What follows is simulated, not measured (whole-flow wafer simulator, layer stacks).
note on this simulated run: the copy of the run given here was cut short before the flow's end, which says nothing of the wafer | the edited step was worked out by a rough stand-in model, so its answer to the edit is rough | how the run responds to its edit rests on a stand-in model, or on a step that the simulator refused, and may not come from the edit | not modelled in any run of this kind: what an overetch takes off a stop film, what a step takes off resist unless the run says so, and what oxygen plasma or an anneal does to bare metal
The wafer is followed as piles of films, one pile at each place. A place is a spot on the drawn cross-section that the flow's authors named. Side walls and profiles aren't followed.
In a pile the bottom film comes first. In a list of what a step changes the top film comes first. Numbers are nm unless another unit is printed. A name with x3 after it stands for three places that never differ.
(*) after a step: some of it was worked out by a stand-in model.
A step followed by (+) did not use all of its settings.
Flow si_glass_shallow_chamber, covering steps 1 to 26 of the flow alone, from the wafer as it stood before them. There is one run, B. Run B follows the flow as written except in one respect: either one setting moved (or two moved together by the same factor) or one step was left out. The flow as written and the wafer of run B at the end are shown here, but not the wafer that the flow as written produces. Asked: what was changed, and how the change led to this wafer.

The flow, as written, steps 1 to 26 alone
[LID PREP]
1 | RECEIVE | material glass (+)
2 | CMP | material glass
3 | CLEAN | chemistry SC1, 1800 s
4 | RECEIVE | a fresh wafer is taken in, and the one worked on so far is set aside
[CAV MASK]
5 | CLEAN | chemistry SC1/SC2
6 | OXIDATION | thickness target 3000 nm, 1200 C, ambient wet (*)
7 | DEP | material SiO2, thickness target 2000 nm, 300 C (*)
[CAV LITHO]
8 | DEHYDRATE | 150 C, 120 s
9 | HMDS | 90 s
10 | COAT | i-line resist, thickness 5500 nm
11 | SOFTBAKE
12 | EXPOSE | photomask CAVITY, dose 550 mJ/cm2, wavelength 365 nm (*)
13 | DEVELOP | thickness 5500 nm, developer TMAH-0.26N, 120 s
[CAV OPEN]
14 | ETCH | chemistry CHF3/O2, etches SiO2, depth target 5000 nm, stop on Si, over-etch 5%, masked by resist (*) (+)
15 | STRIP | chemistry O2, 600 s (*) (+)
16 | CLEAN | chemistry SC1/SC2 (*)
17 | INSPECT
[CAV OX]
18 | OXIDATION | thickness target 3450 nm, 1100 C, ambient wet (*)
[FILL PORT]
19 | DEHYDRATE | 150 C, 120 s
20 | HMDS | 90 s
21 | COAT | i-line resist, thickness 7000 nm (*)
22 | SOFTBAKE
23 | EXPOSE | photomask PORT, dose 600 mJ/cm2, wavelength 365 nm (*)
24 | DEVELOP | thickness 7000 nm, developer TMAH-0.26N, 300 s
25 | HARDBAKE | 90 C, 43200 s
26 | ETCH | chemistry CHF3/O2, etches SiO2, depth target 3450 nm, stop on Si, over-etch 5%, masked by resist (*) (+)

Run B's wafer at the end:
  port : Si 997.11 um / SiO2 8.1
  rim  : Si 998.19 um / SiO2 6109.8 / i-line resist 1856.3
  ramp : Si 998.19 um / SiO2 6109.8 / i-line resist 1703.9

What caused this: step 26, ETCH: depth target 3278 nm was run, whereas the flow has depth target 3450 nm.

Step by step, how the change led to this:
  26 | ETCH | chemistry CHF3/O2, etches SiO2, depth target 3450 nm, stop on Si, over-etch 5%, masked by resist (*) (+)
      port: SiO2 loses 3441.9 (in the flow as written it would be: SiO2 loses 3450 (all of it), Si loses 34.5)
      rim, ramp, cav, ring: i-line resist loses 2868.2 (in the flow as written it would be: i-line resist loses 3018.8)
      (and at 1 other place as well)
